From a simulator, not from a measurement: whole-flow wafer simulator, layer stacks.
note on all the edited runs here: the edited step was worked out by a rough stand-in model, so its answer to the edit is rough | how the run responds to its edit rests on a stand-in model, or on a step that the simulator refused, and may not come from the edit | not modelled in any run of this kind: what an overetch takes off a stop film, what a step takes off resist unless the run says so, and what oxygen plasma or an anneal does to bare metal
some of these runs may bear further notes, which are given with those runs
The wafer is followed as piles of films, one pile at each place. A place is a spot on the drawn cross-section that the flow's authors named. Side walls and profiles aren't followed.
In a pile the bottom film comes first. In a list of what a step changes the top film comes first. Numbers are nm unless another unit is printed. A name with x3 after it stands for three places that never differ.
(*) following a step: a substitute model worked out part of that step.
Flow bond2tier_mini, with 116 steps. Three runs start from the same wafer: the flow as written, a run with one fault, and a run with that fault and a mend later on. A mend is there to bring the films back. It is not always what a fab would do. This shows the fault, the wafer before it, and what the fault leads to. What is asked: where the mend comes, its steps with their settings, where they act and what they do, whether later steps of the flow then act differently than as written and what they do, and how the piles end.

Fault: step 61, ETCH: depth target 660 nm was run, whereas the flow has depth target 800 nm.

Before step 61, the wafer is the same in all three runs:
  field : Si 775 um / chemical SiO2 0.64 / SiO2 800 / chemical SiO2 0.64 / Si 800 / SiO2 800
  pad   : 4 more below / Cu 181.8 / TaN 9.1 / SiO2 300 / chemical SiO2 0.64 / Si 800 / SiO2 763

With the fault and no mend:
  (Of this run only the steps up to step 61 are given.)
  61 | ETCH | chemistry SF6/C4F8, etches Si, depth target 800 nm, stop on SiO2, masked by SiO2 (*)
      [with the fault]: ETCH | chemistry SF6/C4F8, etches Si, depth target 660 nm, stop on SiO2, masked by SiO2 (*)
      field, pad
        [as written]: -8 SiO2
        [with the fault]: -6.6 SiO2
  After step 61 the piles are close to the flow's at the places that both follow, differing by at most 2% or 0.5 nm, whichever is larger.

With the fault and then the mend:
  After step 61 comes the mend.
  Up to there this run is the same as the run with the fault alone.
  61a | ETCH | chemistry SF6/C4F8, etches Si, depth target 140 nm, stop on SiO2, masked by SiO2 (*) (a further turn of the flow's step 61, with different settings)
      field, pad
        -1.4 SiO2
  Later steps of the flow that are run all act as written at every place that is followed.
  By the end, the piles equal the flow's at every place that both follow.
